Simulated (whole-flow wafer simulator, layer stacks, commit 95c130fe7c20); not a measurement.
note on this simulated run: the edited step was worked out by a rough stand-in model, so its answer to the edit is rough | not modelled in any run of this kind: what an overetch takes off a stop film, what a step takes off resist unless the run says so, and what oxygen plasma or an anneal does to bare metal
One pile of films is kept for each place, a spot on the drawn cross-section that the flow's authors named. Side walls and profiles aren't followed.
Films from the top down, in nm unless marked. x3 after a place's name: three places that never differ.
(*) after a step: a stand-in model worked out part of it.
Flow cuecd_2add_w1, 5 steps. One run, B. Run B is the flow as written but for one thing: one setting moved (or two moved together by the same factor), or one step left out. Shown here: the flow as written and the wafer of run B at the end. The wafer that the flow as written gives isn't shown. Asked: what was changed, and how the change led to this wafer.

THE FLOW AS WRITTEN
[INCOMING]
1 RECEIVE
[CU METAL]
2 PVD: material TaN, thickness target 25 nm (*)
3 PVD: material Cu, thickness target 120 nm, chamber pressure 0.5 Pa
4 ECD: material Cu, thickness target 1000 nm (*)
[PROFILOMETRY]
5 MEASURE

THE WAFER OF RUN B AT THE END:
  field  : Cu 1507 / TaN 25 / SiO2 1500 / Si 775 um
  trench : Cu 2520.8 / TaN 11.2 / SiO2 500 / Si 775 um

The cause: step 4, ECD: thickness target 1387 nm was run, where the flow has thickness target 1000 nm.

How the change led to this, step by step:
  4 ECD: material Cu, thickness target 1000 nm (*)
      field: Cu +1387 (as written it would be: Cu +1000)
      trench: Cu +2467.2 (as written it would be: Cu +2080.2)
